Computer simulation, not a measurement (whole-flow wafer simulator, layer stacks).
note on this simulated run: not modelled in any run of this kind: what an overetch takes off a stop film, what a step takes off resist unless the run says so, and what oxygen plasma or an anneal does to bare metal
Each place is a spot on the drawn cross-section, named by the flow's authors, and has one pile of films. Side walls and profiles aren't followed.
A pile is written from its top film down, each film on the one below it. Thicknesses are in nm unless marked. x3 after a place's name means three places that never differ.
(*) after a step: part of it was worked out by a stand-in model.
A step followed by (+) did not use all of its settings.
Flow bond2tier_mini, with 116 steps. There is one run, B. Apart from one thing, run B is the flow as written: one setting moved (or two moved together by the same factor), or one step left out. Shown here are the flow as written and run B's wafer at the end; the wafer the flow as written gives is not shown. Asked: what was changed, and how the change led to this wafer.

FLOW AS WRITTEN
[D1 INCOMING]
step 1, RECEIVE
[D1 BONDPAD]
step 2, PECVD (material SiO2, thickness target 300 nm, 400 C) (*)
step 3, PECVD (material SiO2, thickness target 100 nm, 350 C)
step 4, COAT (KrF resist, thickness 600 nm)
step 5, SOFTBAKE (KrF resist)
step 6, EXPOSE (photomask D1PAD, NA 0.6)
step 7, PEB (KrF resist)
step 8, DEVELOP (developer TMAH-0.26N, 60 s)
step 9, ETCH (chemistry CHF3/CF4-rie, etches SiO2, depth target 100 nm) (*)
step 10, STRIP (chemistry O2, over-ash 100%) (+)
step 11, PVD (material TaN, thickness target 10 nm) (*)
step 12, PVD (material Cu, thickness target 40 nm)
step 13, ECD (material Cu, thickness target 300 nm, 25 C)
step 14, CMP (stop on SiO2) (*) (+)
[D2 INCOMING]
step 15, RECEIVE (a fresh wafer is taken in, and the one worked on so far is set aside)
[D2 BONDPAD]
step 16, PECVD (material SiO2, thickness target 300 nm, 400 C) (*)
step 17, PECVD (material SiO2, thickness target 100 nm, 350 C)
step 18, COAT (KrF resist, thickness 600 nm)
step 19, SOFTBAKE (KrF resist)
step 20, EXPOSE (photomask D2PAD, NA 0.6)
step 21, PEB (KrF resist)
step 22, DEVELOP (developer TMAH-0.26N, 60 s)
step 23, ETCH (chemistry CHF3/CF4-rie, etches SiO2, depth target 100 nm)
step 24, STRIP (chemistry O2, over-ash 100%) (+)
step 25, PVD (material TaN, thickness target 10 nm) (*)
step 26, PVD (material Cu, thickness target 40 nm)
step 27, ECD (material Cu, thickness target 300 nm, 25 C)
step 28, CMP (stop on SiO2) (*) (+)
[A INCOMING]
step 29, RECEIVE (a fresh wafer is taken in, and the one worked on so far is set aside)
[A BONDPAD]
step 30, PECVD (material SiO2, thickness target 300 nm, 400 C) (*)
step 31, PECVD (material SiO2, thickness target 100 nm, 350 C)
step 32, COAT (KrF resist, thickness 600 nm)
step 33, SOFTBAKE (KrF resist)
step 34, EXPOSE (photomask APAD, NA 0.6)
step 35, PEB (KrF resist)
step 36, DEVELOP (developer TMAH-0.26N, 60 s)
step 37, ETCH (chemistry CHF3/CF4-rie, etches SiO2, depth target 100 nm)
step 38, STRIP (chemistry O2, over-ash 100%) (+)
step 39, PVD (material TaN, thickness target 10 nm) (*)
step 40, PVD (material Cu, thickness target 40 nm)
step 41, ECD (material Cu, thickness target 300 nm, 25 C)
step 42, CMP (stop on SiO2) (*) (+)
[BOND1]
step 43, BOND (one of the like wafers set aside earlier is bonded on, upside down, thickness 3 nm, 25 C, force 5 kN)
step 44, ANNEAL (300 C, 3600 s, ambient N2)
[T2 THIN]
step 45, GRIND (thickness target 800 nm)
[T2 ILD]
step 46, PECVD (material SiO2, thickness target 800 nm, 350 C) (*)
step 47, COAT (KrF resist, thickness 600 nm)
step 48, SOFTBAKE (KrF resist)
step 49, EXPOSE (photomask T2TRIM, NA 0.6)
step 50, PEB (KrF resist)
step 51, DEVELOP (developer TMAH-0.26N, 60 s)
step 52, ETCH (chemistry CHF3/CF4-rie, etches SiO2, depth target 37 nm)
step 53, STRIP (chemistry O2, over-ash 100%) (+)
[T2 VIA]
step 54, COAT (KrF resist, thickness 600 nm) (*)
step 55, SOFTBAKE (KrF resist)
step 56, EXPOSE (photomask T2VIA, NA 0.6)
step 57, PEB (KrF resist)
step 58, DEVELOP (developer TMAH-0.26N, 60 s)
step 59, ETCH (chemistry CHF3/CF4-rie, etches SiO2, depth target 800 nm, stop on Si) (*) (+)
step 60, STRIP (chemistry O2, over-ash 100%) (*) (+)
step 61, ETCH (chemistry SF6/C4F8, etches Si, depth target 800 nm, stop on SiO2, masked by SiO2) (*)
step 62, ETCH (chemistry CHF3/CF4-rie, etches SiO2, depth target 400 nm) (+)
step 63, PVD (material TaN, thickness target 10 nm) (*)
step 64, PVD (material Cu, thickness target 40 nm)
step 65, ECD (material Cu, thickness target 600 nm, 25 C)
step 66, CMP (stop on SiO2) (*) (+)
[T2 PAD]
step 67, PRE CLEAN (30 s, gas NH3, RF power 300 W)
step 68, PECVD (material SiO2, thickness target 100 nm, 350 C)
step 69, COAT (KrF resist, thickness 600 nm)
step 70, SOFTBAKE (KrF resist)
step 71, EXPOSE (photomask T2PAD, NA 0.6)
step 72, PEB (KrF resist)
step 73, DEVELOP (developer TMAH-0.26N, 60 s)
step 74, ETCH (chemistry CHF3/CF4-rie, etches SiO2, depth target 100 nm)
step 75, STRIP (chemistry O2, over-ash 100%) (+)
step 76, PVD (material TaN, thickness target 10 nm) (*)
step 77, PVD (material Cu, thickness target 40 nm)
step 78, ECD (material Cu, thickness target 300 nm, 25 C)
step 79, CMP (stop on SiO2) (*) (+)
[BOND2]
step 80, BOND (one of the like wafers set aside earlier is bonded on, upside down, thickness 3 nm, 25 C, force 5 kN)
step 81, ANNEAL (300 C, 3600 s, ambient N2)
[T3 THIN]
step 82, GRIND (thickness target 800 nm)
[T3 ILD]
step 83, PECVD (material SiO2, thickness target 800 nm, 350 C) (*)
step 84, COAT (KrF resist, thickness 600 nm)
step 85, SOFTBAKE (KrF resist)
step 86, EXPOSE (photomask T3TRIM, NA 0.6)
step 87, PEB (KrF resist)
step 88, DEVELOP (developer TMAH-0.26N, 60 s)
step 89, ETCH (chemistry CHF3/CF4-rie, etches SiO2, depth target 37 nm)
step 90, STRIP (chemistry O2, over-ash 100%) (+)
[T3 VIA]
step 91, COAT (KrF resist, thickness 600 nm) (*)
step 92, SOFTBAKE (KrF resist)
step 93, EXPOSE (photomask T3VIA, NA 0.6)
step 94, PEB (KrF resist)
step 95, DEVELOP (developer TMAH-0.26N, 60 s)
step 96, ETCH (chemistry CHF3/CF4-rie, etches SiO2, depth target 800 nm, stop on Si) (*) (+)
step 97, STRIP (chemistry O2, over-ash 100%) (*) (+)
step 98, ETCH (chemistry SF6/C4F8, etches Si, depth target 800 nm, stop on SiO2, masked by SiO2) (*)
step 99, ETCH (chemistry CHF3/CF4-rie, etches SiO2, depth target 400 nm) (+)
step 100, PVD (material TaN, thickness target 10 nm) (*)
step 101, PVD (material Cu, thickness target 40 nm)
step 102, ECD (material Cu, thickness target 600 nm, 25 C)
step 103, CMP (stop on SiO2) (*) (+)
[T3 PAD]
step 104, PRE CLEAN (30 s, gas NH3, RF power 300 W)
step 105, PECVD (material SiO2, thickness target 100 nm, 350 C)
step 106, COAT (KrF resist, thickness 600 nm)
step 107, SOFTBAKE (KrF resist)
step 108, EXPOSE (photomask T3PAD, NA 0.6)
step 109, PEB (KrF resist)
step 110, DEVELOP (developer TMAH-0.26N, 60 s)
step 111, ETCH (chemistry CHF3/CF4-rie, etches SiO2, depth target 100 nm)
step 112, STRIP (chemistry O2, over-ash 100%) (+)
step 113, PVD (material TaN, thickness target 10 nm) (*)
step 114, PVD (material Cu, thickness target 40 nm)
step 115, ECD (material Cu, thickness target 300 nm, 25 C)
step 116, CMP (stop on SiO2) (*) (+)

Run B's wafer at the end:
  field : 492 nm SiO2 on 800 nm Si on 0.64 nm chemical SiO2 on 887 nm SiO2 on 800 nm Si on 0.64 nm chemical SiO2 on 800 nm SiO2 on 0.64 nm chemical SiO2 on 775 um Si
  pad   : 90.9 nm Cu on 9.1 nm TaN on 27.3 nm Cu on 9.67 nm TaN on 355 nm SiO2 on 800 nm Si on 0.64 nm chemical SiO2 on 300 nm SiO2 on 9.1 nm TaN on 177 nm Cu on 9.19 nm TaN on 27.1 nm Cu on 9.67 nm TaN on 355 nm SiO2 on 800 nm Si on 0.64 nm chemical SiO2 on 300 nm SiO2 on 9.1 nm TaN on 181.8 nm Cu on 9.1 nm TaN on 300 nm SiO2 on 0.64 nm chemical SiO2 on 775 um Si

What caused this: step 68, PECVD: thickness target 95 nm was run, though the flow has thickness target 100 nm.

How this came from the change, step by step:
  step 68, PECVD (material SiO2, thickness target 100 nm, 350 C)
      field: SiO2 gains 95 (as written it would have been: SiO2 gains 100)
      pad: SiO2 gains 95 (new film) (as written it would have been: SiO2 gains 100 (new film))
  step 74, ETCH (chemistry CHF3/CF4-rie, etches SiO2, depth target 100 nm)
      pad: SiO2 loses 95 (all of it), Cu loses 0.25 (as written it would have been: SiO2 loses 100 (all of it))
